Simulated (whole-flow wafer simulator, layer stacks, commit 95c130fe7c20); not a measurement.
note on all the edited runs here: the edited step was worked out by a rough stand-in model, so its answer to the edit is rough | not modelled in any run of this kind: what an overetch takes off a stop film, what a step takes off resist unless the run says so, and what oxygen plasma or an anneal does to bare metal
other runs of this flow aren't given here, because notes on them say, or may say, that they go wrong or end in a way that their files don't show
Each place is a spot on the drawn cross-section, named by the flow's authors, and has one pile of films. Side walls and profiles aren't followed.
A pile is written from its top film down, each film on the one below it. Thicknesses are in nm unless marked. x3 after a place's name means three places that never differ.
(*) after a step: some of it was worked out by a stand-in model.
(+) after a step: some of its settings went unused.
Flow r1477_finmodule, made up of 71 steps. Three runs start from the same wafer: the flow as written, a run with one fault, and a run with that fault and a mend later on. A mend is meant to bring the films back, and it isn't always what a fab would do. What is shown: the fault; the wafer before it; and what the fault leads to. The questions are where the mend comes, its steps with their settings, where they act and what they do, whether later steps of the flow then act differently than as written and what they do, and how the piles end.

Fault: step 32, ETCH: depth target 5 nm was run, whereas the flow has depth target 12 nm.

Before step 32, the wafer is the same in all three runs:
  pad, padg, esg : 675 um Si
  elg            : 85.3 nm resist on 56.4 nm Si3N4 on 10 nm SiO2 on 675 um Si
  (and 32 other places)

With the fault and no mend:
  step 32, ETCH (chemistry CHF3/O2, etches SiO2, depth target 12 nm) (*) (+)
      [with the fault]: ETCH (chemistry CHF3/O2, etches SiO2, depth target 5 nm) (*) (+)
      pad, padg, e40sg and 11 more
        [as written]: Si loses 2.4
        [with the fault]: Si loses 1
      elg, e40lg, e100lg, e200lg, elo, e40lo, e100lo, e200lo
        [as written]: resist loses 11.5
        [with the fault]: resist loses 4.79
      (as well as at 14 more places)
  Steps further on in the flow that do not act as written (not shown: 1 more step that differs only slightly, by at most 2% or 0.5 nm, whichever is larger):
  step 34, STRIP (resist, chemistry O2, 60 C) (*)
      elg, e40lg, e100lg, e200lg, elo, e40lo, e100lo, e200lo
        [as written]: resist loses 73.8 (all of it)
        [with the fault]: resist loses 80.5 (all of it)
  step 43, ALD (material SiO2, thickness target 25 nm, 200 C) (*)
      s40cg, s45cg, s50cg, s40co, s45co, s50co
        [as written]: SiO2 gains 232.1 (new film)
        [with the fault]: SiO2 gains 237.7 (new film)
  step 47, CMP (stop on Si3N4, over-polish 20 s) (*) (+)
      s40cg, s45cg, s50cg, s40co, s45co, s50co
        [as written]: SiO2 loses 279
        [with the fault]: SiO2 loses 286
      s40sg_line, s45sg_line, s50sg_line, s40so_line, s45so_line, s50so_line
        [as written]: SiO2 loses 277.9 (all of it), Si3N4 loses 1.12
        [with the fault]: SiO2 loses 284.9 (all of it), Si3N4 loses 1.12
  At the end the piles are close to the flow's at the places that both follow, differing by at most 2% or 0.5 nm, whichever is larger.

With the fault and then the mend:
  After step 32 comes the mend.
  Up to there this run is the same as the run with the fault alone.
  step 32a, ETCH (chemistry CHF3/O2, etches SiO2, depth target 7 nm) (*) (the flow's step 32 again, with other settings)
      pad, padg, e40sg and 11 more
        Si loses 1.4
      elg, e40lg, e100lg, e200lg, elo, e40lo, e100lo, e200lo
        resist loses 6.71
      s40sg_line, s45sg_line, s50sg_line, s40so_line, s45so_line, s50so_line
        SiO2 loses 7
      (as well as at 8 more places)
  Every later step of the flow that is run acts as written, at every place that is followed, to within 2% or 0.5 nm, whichever is larger.
  At the end the piles are close to the flow's at the places that both follow, differing by at most 2% or 0.5 nm, whichever is larger.
